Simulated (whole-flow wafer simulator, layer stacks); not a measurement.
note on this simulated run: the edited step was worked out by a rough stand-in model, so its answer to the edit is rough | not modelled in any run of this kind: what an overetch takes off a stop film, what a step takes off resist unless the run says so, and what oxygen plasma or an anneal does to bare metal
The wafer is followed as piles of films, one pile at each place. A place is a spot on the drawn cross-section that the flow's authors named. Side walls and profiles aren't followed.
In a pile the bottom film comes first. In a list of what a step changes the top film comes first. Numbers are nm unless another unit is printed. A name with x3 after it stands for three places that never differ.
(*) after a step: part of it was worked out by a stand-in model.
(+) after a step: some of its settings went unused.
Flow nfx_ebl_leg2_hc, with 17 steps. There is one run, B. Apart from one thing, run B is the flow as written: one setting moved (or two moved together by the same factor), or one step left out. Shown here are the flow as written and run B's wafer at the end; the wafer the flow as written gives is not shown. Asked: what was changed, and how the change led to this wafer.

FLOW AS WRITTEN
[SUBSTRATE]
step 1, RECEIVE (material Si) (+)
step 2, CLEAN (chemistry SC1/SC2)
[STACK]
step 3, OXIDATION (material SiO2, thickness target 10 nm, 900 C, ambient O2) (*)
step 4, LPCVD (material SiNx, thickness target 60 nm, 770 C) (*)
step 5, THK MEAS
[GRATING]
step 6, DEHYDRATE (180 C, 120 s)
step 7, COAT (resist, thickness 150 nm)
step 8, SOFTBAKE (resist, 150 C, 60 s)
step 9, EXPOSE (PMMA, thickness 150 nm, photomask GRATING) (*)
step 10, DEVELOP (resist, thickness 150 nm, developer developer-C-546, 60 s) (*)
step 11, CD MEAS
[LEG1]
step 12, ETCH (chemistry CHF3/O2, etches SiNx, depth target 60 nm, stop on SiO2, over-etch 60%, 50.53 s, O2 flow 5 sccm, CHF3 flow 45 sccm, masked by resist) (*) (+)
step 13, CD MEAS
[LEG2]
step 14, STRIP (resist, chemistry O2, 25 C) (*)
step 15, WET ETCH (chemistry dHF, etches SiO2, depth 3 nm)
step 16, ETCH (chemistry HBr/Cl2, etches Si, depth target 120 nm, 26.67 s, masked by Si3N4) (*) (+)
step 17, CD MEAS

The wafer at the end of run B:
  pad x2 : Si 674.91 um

The reason: step 16, ETCH: depth target 90 nm was run, whereas the flow has depth target 120 nm.

How this came from the change, step by step:
  step 16, ETCH (chemistry HBr/Cl2, etches Si, depth target 120 nm, 26.67 s, masked by Si3N4) (*) (+)
      pad x2: -90 Si (in the flow as written it would be: -120 Si)
